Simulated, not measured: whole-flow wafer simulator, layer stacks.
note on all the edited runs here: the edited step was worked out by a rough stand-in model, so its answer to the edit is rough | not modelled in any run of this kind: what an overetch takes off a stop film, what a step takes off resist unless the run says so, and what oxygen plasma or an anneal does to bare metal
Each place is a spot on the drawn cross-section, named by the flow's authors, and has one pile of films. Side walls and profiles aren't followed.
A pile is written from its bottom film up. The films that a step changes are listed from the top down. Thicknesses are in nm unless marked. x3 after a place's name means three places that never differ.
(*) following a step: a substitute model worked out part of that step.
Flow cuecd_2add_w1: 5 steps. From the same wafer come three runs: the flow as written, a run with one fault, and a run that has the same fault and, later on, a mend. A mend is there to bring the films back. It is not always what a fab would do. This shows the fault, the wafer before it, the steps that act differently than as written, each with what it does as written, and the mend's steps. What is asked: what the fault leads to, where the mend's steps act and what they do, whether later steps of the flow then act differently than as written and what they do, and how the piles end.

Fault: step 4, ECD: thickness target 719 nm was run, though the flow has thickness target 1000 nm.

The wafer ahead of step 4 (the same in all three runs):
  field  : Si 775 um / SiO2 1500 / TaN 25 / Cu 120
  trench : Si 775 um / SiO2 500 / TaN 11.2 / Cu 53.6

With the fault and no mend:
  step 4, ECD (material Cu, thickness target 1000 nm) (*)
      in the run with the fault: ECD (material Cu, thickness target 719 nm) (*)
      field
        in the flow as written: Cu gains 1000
        in the run with the fault: Cu gains 719
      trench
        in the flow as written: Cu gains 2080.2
        in the run with the fault: Cu gains 1799.2
  Every later step of the flow that is run acts as written at every place that is followed.
  By the end, the piles at field, trench depart from the flow's by more than 2% or 0.5 nm, whichever is larger.
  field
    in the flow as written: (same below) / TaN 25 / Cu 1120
    in the run with the fault: (same below) / TaN 25 / Cu 839
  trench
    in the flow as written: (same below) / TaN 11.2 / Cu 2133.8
    in the run with the fault: (same below) / TaN 11.2 / Cu 1852.8

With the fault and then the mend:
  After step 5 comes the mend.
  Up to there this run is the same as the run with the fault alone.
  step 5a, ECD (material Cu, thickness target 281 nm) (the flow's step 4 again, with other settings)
      field, trench
        Cu gains 281
  Every later step of the flow that is run acts as written at every place that is followed.
  The piles end the same as the flow's at every place that both follow.
